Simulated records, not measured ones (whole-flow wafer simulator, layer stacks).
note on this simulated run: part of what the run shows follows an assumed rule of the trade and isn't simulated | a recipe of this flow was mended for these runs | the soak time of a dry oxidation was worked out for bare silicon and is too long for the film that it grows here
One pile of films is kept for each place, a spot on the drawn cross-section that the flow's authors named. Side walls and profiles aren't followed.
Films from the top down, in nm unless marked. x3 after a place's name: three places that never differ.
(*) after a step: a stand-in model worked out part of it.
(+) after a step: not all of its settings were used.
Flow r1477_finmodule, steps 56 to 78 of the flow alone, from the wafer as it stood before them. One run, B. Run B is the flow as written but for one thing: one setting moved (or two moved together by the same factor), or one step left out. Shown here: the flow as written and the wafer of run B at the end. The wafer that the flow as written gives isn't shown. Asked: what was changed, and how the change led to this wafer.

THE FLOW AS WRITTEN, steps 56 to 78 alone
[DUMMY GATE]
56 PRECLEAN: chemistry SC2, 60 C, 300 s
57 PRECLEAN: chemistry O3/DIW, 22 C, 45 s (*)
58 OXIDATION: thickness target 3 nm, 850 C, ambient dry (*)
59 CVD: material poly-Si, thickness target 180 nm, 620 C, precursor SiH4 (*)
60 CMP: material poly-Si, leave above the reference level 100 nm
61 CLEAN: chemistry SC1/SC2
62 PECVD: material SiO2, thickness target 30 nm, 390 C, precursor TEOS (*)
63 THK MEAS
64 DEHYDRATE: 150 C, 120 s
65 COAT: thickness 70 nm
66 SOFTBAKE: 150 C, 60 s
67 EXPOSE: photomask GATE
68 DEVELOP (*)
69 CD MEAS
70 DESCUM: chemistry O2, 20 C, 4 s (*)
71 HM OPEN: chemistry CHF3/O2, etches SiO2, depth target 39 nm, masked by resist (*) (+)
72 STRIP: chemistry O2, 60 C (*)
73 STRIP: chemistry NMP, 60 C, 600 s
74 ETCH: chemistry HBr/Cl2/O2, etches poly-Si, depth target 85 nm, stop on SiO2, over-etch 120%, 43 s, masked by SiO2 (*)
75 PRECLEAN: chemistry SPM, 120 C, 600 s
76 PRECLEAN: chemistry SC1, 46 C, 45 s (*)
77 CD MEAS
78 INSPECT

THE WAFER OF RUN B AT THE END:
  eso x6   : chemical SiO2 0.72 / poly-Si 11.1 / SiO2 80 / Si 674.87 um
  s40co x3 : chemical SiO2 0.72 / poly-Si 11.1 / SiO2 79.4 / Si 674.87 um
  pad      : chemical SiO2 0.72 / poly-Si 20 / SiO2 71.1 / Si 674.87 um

The cause: step 71, HM OPEN: depth target 25 nm was run, where the flow has depth target 39 nm.

How the change led to this, step by step:
  71 HM OPEN: chemistry CHF3/O2, etches SiO2, depth target 39 nm, masked by resist (*) (+)
      pad, elo x7, eso x6, e200so, s40co x3: SiO2 -25 (as written it would be: SiO2 -30 (all of it), chemical SiO2 -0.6 (all of it), poly-Si -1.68)
      padg, elg x7, esg x6, e200sg, s40cg x3: e-beam-resist -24 (as written it would be: e-beam-resist -37.4)
  72 STRIP: chemistry O2, 60 C (*)
      pad, elo x7, eso x6, e200so, s40co x3: nothing (as written it would be: chemical SiO2 +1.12 (new film), poly-Si -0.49)
      padg, elg x7, esg x6, e200sg, s40cg x3: e-beam-resist -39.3 (all of it) (as written it would be: e-beam-resist -25.9 (all of it))
  74 ETCH: chemistry HBr/Cl2/O2, etches poly-Si, depth target 85 nm, stop on SiO2, over-etch 120%, 43 s, masked by SiO2 (*)
      eso x6, e200so, s40co x3: SiO2 -5 (all of it), chemical SiO2 -0.6 (all of it), poly-Si -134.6 (as written it would be: chemical SiO2 -1.12 (all of it), poly-Si -143.9 (all of it), SiO2 -0.22)
      elo x7: SiO2 -5 (all of it), chemical SiO2 -0.6 (all of it), poly-Si -99.7 (all of it), SiO2 -0.17 (as written it would be: chemical SiO2 -1.12 (all of it), poly-Si -97.6 (all of it), SiO2 -0.45)
      (and at 1 more place)
  75 PRECLEAN: chemistry SPM, 120 C, 600 s
      pad, eso x6, e200so, s40co x3: chemical SiO2 +0.8 (new film), poly-Si -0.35 (as written it would be: nothing)
